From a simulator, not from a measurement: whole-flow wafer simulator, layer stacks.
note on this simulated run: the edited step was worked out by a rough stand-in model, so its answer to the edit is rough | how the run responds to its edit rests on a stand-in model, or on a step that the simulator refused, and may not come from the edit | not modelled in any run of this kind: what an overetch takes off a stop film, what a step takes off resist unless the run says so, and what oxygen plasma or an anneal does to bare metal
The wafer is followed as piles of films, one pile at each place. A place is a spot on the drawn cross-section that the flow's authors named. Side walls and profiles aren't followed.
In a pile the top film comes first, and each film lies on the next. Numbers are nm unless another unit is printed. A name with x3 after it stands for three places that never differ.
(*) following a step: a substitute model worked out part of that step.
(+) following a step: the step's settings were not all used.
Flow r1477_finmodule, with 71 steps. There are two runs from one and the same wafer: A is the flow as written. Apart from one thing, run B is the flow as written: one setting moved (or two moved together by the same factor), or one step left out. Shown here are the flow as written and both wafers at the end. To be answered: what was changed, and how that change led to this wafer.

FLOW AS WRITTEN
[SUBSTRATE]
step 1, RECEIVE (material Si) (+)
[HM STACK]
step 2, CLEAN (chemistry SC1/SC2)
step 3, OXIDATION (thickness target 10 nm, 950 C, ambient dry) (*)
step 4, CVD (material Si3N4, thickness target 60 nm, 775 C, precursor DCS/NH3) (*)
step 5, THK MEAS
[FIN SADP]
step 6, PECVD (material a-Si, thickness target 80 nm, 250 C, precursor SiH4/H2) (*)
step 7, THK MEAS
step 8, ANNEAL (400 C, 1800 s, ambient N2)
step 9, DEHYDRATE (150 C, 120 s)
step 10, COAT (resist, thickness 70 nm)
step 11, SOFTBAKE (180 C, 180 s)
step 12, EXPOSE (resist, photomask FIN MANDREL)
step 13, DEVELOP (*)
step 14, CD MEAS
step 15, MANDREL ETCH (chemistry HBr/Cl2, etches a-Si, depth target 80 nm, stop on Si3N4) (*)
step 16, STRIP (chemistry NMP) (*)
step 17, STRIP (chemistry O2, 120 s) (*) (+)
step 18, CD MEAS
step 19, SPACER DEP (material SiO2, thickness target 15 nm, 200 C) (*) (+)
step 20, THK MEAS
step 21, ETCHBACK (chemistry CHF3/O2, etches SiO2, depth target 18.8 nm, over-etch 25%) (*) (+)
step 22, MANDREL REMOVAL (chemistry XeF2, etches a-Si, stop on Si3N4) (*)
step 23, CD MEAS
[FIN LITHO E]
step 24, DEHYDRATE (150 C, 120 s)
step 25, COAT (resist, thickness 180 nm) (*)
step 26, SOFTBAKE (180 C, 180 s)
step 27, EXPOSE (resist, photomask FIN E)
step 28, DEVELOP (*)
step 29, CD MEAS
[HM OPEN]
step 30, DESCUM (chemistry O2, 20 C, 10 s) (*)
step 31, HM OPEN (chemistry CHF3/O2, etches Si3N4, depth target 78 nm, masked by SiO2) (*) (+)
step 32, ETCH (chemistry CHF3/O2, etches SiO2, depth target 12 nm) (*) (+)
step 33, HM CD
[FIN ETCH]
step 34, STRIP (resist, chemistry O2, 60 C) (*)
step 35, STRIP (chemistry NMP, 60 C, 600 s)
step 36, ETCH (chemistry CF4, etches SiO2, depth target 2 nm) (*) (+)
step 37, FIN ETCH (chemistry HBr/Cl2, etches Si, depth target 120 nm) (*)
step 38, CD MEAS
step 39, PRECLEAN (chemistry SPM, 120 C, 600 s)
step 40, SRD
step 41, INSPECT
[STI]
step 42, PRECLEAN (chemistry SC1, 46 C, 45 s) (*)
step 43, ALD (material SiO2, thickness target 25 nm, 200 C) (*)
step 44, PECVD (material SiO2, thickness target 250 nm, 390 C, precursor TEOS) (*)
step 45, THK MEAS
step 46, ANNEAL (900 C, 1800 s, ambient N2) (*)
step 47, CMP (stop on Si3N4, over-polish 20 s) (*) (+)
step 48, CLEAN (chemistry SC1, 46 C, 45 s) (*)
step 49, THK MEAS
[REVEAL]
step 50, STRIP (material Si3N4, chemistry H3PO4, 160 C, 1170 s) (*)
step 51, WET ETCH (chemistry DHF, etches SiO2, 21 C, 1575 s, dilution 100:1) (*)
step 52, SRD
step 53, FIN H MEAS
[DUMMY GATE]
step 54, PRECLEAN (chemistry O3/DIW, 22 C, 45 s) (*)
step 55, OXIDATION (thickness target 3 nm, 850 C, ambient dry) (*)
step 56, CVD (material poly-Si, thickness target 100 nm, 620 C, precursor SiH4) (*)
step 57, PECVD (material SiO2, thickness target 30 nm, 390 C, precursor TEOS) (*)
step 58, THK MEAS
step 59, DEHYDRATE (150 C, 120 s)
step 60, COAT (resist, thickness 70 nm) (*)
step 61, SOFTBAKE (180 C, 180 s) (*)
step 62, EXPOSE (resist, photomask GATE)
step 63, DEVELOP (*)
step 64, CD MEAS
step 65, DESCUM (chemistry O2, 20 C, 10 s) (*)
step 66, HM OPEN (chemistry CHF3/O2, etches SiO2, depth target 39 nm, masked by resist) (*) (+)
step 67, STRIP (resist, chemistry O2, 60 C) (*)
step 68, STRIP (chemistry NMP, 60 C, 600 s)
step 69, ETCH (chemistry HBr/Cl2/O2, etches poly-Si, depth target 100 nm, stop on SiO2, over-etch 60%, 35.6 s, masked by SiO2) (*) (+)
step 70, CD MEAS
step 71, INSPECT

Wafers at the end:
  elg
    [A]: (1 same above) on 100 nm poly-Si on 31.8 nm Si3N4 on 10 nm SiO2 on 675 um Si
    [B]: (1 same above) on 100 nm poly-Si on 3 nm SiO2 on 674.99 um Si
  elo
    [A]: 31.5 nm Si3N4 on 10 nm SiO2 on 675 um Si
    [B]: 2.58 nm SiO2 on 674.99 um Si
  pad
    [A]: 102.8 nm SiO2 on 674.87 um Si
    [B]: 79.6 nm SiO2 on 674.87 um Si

Cause: step 6, PECVD: thickness target 56.8 nm was run, whereas the flow has thickness target 80 nm.

Step by step, how the change led to this:
  step 6, PECVD (material a-Si, thickness target 80 nm, 250 C, precursor SiH4/H2) (*)
      pad, padg, elg and 33 more: A +80 a-Si (new film) | B +56.8 a-Si (new film)
  step 15, MANDREL ETCH (chemistry HBr/Cl2, etches a-Si, depth target 80 nm, stop on Si3N4) (*)
      pad, padg, elg and 27 more: A -80 a-Si (all of it) | B -56.8 a-Si (all of it)
  step 21, ETCHBACK (chemistry CHF3/O2, etches SiO2, depth target 18.8 nm, over-etch 25%) (*) (+)
      s40sg_line, s45sg_line, s50sg_line, s40so_line, s45so_line, s50so_line: A +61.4 SiO2 | B +38.2 SiO2
  step 22, MANDREL REMOVAL (chemistry XeF2, etches a-Si, stop on Si3N4) (*)
      s40cg, s45cg, s50cg, s40co, s45co, s50co: A -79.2 a-Si (all of it) | B -56 a-Si (all of it)
  step 25, COAT (resist, thickness 180 nm) (*)
      s40cg, s40co: A +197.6 resist (new film) | B +191.8 resist (new film)
      s40sg, s40so: A +201.2 resist (new film) | B +195.4 resist (new film)
      (as well as at 14 more places)
  step 28, DEVELOP (*)
      s40cg, s40co: A -197.6 resist (all of it) | B -191.8 resist (all of it)
      s40sg, s40so: A -201.2 resist (all of it) | B -195.4 resist (all of it)
      (as well as at 14 more places)
  step 36, ETCH (chemistry CF4, etches SiO2, depth target 2 nm) (*) (+)
      s40sg_line, s45sg_line, s50sg_line, s40so_line, s45so_line, s50so_line: A -2 SiO2 | B -2.2 SiO2 (all of it)
  step 37, FIN ETCH (chemistry HBr/Cl2, etches Si, depth target 120 nm) (*)
      s40sg_line, s45sg_line, s50sg_line, s40so_line, s45so_line, s50so_line: A -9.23 SiO2 | B -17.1 Si3N4
  step 43, ALD (material SiO2, thickness target 25 nm, 200 C) (*)
      s40sg_line, s45sg_line, s50sg_line, s40so_line, s45so_line, s50so_line: A +25 SiO2 | B +25 SiO2 (new film)
      s40cg, s45cg, s50cg, s40co, s45co, s50co: A +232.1 SiO2 (new film) | B +200.8 SiO2 (new film)
  step 47, CMP (stop on Si3N4, over-polish 20 s) (*) (+)
      elg, e40lg, e100lg, e200lg, elo, e40lo, e100lo, e200lo: A -241.6 SiO2 | B -263.8 SiO2 (all of it), -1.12 Si3N4
      pad, padg, e40sg and 11 more: A -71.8 SiO2 | B -95 SiO2
      (as well as at 14 more places)
  step 50, STRIP (material Si3N4, chemistry H3PO4, 160 C, 1170 s) (*)
      elg, e40lg, e100lg, e200lg, elo, e40lo, e100lo, e200lo: A -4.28 SiO2 | B -35.6 Si3N4 (all of it), -2.09 SiO2
      s40sg_line, s45sg_line, s50sg_line, s40so_line, s45so_line, s50so_line: A -58.9 Si3N4 (all of it), -1.37 SiO2 | B -35.6 Si3N4 (all of it), -2.09 SiO2
  step 51, WET ETCH (chemistry DHF, etches SiO2, 21 C, 1575 s, dilution 100:1) (*)
      elg, e40lg, e100lg, e200lg, elo, e40lo, e100lo, e200lo: A -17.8 SiO2 (all of it), -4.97 Si3N4 | B -7.91 SiO2 (all of it)
      s40sg_line, s45sg_line, s50sg_line, s40so_line, s45so_line, s50so_line: A -8.63 SiO2 (all of it) | B -7.91 SiO2 (all of it)
  step 54, PRECLEAN (chemistry O3/DIW, 22 C, 45 s) (*)
      elg, e40lg, e100lg, e200lg, elo, e40lo, e100lo, e200lo: A nothing | B +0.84 chemical SiO2 (new film), -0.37 Si
  step 55, OXIDATION (thickness target 3 nm, 850 C, ambient dry) (*)
      elg, e40lg, e100lg, e200lg, elo, e40lo, e100lo, e200lo: A nothing | B +3 SiO2 (new film), -0.84 chemical SiO2 (all of it), -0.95 Si
  step 56, CVD (material poly-Si, thickness target 100 nm, 620 C, precursor SiH4) (*)
      s40cg, s40co: A +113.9 poly-Si (new film) | B +139.2 poly-Si (new film)
      s45cg, s45co: A +113.4 poly-Si (new film) | B +139.2 poly-Si (new film)
      (as well as at 3 more places)
  step 60, COAT (resist, thickness 70 nm) (*)
      e40sg, e40so: A +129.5 resist (new film) | B +113.5 resist (new film)
      e100sg, e100so: A +129.4 resist (new film) | B +113.4 resist (new film)
      (as well as at 15 more places)
  ... 2 further steps ...
  step 69, ETCH (chemistry HBr/Cl2/O2, etches poly-Si, depth target 100 nm, stop on SiO2, over-etch 60%, 35.6 s, masked by SiO2) (*) (+)
      s40co: A -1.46 chemical SiO2 (all of it), -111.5 poly-Si (all of it), -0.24 SiO2 | B -1.38 chemical SiO2 (all of it), -136.8 poly-Si (all of it), -0.12 SiO2
      s45co: A -1.46 chemical SiO2 (all of it), -110.9 poly-Si (all of it), -0.25 SiO2 | B -1.38 chemical SiO2 (all of it), -136.8 poly-Si (all of it), -0.12 SiO2
      (as well as at 1 more place)
